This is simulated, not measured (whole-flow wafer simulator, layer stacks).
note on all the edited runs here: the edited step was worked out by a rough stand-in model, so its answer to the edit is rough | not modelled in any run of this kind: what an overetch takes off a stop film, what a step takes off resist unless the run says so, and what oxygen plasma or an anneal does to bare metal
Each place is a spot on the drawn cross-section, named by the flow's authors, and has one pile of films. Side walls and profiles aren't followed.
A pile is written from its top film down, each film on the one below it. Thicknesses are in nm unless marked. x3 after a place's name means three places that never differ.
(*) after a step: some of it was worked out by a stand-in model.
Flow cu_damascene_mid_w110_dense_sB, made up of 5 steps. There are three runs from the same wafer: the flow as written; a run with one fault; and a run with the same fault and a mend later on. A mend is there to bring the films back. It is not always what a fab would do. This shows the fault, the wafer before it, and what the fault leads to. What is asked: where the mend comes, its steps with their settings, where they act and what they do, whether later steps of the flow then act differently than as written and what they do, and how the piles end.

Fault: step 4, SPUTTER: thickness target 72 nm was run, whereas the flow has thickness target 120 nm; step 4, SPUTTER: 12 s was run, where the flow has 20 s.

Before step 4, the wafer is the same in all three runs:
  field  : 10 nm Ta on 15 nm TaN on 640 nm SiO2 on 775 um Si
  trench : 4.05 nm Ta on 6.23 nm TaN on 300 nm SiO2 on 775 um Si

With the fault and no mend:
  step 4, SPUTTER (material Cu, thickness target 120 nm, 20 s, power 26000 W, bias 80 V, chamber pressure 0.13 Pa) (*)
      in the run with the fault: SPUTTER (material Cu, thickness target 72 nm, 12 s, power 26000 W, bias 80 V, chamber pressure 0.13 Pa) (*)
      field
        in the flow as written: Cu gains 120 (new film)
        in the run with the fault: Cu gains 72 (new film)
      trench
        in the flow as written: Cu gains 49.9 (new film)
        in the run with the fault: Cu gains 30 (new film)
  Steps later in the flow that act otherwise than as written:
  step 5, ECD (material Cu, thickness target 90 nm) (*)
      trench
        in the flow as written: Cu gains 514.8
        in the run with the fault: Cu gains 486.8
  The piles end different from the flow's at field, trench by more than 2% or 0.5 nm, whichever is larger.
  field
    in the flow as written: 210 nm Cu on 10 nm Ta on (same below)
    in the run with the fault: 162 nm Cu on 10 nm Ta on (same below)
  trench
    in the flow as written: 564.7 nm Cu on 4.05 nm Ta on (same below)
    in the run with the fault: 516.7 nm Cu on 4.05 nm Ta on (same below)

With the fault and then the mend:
  The mend follows step 4.
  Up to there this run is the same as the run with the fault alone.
  step 4a, SPUTTER (material Cu, thickness target 48 nm, 8 s, power 26000 W, bias 80 V, chamber pressure 0.13 Pa) (*) (the flow's step 4 again, with other settings)
      field
        Cu gains 48
      trench
        Cu gains 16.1
  Every later step of the flow that is run acts as written, at every place that is followed, to within 2% or 0.5 nm, whichever is larger.
  At every place that both follow, the piles at the end match the flow's.
